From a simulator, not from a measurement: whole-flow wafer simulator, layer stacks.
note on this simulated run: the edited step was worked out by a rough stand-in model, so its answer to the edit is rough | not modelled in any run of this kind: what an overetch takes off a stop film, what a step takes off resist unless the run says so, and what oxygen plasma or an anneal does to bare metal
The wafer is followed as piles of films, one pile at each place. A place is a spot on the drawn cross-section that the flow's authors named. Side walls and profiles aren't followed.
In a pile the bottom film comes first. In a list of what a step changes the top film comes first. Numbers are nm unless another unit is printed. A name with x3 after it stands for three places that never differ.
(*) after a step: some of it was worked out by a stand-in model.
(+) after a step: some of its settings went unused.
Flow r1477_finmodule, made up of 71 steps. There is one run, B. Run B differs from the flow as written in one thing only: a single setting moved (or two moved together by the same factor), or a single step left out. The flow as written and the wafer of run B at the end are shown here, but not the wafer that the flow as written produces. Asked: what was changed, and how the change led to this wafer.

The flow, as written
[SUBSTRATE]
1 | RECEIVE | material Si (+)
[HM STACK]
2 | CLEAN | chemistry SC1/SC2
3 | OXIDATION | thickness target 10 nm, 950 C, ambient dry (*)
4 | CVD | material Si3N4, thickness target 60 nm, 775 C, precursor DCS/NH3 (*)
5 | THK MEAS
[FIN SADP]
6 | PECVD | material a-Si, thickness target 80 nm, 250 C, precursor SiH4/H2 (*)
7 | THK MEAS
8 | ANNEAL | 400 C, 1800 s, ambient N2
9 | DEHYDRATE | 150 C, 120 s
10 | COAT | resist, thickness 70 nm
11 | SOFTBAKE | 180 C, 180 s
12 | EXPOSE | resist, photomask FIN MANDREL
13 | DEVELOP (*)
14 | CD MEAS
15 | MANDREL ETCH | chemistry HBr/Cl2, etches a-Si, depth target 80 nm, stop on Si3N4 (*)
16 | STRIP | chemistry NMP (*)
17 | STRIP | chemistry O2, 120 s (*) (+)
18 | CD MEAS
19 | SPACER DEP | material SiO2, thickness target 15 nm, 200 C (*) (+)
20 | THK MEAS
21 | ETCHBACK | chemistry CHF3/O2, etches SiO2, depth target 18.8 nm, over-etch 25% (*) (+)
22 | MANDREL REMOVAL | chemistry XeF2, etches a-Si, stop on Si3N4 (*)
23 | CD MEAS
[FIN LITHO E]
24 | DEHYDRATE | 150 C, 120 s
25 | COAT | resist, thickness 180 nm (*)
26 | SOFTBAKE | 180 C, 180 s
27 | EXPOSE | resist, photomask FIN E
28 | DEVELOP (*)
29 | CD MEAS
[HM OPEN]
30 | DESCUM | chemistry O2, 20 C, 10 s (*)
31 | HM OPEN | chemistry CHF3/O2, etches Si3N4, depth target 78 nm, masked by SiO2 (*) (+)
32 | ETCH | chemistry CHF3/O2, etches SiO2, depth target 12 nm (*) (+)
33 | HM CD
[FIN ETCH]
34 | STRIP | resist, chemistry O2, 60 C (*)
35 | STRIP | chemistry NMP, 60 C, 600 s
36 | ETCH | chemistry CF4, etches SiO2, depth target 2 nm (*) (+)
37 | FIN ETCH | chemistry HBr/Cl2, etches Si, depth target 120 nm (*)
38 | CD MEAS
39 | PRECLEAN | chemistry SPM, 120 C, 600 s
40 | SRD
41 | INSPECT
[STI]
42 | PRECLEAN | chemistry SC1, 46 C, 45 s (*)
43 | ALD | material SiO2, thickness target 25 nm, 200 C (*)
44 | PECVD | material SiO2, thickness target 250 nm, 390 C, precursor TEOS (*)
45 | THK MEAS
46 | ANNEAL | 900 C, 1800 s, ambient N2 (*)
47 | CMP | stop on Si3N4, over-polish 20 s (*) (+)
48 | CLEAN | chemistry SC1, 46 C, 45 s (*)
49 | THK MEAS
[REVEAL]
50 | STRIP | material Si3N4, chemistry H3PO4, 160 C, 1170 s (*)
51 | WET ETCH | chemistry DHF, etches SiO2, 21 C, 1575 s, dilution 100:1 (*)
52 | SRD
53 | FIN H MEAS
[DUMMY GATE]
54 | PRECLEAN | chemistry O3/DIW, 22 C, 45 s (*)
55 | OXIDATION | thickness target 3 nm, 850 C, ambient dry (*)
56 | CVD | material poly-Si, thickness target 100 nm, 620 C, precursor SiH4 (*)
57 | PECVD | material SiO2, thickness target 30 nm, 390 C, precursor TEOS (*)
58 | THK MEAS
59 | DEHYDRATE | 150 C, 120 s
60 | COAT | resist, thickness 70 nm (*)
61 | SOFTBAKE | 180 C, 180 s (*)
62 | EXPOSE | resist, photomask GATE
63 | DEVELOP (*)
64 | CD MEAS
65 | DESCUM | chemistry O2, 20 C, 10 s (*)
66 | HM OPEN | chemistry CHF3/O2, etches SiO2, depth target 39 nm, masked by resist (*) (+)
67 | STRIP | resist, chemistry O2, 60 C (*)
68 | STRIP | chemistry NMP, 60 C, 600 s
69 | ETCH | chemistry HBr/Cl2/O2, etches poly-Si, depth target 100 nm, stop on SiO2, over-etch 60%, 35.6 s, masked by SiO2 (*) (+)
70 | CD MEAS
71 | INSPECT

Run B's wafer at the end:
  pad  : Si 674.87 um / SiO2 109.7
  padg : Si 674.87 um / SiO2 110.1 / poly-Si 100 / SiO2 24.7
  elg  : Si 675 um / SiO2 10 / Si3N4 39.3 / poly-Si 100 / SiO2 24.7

What caused this: step 4, CVD: thickness target 67.5 nm was run, while the flow as written has thickness target 60 nm.

Step by step, how the change led to this:
  4 | CVD | material Si3N4, thickness target 60 nm, 775 C, precursor DCS/NH3 (*)
      pad, padg, elg and 33 more: Si3N4 gains 67.5 (new film) (in the flow as written it would be: Si3N4 gains 60 (new film))
  31 | HM OPEN | chemistry CHF3/O2, etches Si3N4, depth target 78 nm, masked by SiO2 (*) (+)
      pad, padg, esg and 13 more: Si3N4 loses 63.9 (all of it), SiO2 loses 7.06 (in the flow as written it would be: Si3N4 loses 56.4 (all of it), SiO2 loses 10 (all of it))
      s40cg, s45cg, s50cg, s40co, s45co, s50co: Si3N4 loses 67.5 (all of it), SiO2 loses 5.25 (in the flow as written it would be: Si3N4 loses 60 (all of it), SiO2 loses 9)
  32 | ETCH | chemistry CHF3/O2, etches SiO2, depth target 12 nm (*) (+)
      pad, padg, e40sg and 11 more: SiO2 loses 2.94 (all of it), Si loses 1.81 (in the flow as written it would be: Si loses 2.4)
      esg, eso: SiO2 loses 2.94 (all of it), Si loses 1.81 (in the flow as written it would be: Si loses 1.77)
      (as well as at 6 more places)
  43 | ALD | material SiO2, thickness target 25 nm, 200 C (*)
      s40cg, s45cg, s50cg, s40co, s45co, s50co: SiO2 gains 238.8 (new film) (in the flow as written it would be: SiO2 gains 232.1 (new film))
      esg: SiO2 gains 201.8 (new film) (in the flow as written it would be: SiO2 gains 194.3 (new film))
  47 | CMP | stop on Si3N4, over-polish 20 s (*) (+)
      pad, padg, e40sg and 11 more: SiO2 loses 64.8 (in the flow as written it would be: SiO2 loses 71.8)
      eso: SiO2 loses 64.8 (in the flow as written it would be: SiO2 loses 72.4)
  50 | STRIP | material Si3N4, chemistry H3PO4, 160 C, 1170 s (*)
      s40sg_line, s45sg_line, s50sg_line, s40so_line, s45so_line, s50so_line: Si3N4 loses 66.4 (all of it), SiO2 loses 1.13 (in the flow as written it would be: Si3N4 loses 58.9 (all of it), SiO2 loses 1.37)
  56 | CVD | material poly-Si, thickness target 100 nm, 620 C, precursor SiH4 (*)
      s40cg, s40co: poly-Si gains 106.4 (new film) (in the flow as written it would be: poly-Si gains 113.9 (new film))
      s45cg, s45co: poly-Si gains 105.9 (new film) (in the flow as written it would be: poly-Si gains 113.4 (new film))
      (as well as at 2 more places)
  60 | COAT | resist, thickness 70 nm (*)
      s40sg, s40so: resist gains 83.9 (new film) (in the flow as written it would be: resist gains 91 (new film))
      s45sg, s45so: resist gains 83.8 (new film) (in the flow as written it would be: resist gains 91 (new film))
      (as well as at 2 more places)
  63 | DEVELOP (*)
      s40so: resist loses 83.9 (all of it) (in the flow as written it would be: resist loses 91 (all of it))
      s45so: resist loses 83.8 (all of it) (in the flow as written it would be: resist loses 91 (all of it))
      (as well as at 1 more place)
  67 | STRIP | resist, chemistry O2, 60 C (*)
      s40sg: resist loses 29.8 (all of it) (in the flow as written it would be: resist loses 36.9 (all of it))
      s45sg: resist loses 29.7 (all of it) (in the flow as written it would be: resist loses 36.9 (all of it))
      (as well as at 1 more place)
  69 | ETCH | chemistry HBr/Cl2/O2, etches poly-Si, depth target 100 nm, stop on SiO2, over-etch 60%, 35.6 s, masked by SiO2 (*) (+)
      s40co: chemical SiO2 loses 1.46 (all of it), poly-Si loses 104 (all of it), SiO2 loses 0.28 (in the flow as written it would be: chemical SiO2 loses 1.46 (all of it), poly-Si loses 111.5 (all of it), SiO2 loses 0.24)
      s45co: chemical SiO2 loses 1.46 (all of it), poly-Si loses 103.4 (all of it), SiO2 loses 0.28 (in the flow as written it would be: chemical SiO2 loses 1.46 (all of it), poly-Si loses 110.9 (all of it), SiO2 loses 0.25)
      (as well as at 1 more place)
